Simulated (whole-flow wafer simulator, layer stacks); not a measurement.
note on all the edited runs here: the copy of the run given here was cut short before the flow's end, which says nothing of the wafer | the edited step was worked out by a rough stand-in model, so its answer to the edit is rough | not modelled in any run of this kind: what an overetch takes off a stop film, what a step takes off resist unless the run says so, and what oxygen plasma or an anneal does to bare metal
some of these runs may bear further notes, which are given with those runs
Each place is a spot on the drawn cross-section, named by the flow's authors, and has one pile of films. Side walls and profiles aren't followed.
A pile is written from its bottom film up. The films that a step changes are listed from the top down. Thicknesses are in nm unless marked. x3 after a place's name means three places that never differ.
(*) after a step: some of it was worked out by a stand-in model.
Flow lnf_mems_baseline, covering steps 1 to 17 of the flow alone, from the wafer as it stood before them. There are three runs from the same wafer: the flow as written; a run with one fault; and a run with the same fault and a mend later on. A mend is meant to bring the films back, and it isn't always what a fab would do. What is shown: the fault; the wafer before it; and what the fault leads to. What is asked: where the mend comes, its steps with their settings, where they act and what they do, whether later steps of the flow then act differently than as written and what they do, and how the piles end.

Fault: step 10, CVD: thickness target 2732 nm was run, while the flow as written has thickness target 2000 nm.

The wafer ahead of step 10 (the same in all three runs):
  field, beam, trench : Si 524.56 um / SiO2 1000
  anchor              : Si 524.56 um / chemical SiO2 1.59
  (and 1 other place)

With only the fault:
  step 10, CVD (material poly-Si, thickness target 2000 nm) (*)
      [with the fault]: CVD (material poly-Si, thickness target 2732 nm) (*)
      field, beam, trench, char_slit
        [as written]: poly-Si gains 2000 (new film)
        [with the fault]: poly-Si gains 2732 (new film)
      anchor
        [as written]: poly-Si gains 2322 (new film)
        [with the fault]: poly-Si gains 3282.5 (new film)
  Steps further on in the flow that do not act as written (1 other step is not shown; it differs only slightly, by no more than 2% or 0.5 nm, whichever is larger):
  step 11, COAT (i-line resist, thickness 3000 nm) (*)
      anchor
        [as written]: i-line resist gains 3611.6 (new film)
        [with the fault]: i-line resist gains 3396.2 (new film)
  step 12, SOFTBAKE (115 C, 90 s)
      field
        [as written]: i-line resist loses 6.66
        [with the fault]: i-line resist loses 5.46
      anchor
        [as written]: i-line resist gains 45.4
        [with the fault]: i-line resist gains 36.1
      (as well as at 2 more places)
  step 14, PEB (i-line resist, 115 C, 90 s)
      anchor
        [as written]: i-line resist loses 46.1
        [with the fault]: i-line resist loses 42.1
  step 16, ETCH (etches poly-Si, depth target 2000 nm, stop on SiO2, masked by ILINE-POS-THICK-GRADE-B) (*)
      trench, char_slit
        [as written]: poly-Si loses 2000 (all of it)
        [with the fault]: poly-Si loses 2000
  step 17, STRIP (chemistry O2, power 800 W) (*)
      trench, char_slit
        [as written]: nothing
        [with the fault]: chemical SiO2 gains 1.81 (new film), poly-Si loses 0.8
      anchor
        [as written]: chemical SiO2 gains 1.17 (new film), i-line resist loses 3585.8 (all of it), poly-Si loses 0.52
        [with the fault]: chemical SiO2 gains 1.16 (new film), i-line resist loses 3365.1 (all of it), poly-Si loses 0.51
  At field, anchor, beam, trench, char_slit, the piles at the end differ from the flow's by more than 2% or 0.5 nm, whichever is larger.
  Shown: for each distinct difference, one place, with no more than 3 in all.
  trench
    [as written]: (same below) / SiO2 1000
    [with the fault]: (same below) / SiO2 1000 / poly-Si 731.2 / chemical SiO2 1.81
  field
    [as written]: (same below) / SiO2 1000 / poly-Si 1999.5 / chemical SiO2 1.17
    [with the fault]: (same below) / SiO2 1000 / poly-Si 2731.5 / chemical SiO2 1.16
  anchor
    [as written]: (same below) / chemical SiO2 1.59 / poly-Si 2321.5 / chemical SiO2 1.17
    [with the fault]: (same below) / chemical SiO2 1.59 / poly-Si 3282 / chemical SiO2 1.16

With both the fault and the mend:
  The mend stands after step 10.
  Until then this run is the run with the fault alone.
  step 10a, ETCH (chemistry tmah, depth target 3680 nm)
      field, beam, trench, char_slit
        poly-Si loses 2732 (all of it)
      anchor
        poly-Si loses 3282.5 (all of it)
  step 10b, CLEAN (chemistry SC1/SC2) (the flow's step 1, run once more)
      leaves every film unchanged at each place that is followed
  step 10c, CVD (material poly-Si, thickness target 2000 nm) (*) (the flow's step 10, run once more)
      field, beam, trench, char_slit
        poly-Si gains 2000 (new film)
      anchor
        poly-Si gains 2322 (new film)
  Later steps of the flow that are run all act as written at every place that is followed.
  At every place that both follow, the piles at the end match the flow's.
